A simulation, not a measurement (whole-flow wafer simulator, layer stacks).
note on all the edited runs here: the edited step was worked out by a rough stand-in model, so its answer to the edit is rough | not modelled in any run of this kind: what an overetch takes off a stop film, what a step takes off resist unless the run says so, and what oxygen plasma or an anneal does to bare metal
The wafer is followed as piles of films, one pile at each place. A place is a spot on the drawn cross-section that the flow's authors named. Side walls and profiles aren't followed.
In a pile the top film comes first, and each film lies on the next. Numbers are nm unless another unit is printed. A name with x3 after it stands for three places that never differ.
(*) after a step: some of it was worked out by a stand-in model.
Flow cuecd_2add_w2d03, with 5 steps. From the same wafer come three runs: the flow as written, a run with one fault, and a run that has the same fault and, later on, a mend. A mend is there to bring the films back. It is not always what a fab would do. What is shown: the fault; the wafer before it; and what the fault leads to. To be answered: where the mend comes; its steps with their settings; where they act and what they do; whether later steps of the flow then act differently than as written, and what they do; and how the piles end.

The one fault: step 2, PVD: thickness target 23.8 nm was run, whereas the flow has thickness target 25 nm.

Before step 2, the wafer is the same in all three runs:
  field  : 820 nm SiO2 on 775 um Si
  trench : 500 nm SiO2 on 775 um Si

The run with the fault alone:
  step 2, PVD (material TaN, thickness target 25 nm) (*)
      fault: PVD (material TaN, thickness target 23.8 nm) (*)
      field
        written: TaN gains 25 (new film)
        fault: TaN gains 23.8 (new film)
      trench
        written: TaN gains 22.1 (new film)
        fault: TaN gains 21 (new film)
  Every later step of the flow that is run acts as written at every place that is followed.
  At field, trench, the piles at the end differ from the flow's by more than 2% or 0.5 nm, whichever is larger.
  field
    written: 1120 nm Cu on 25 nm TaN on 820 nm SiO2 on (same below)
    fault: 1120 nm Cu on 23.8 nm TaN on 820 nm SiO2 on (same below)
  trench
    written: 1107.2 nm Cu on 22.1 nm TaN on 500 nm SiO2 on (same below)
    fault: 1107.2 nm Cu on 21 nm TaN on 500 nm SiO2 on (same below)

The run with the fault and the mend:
  The mend follows step 2.
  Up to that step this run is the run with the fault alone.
  step 2a, PVD (material TaN, thickness target 1.2 nm) (*) (a further turn of the flow's step 2, with different settings)
      field
        TaN gains 1.2
      trench
        TaN gains 1.06
  Every later step of the flow that is run acts as written at every place that is followed.
  At every place that both follow, the piles at the end match the flow's.
